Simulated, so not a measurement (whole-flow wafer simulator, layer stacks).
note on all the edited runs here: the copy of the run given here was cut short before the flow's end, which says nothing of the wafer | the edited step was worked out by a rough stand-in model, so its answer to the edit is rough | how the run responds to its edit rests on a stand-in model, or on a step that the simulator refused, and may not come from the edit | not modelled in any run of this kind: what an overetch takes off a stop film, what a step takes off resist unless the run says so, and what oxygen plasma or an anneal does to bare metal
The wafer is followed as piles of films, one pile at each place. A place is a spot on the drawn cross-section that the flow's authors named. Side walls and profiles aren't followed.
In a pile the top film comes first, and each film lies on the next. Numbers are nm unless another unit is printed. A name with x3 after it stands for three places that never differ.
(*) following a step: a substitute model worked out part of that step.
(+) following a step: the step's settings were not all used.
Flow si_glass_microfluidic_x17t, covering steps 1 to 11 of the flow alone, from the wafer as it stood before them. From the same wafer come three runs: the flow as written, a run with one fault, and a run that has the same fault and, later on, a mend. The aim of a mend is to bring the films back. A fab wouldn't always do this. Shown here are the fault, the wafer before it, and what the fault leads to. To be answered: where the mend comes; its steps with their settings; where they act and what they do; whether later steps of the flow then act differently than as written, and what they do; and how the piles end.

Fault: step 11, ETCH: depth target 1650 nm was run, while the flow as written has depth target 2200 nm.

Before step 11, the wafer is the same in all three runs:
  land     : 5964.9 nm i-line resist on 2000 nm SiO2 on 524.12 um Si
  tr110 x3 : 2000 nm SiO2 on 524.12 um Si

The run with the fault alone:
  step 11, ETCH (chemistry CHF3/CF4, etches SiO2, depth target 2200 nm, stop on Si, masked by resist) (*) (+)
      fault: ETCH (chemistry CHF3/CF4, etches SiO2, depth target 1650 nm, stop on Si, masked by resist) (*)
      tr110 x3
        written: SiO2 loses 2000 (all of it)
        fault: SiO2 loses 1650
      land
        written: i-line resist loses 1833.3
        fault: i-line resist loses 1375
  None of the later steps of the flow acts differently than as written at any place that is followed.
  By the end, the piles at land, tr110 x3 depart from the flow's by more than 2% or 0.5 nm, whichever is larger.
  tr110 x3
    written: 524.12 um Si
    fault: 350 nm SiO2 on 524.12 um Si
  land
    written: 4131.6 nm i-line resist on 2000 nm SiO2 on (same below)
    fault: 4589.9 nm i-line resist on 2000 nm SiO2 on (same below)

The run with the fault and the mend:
  The mend follows step 11.
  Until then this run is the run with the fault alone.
  step 11a, ETCH (chemistry CHF3/CF4, etches SiO2, depth target 550 nm, stop on Si, masked by resist) (*) (+) (the flow's step 11 again, with other settings)
      tr110 x3
        SiO2 loses 350 (all of it)
      land
        i-line resist loses 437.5
  None of the later steps of the flow acts differently than as written at any place that is followed.
  When the end is reached, the piles differ only a little from the flow's at the places that both follow, at most by 2% or 0.5 nm, whichever is larger.
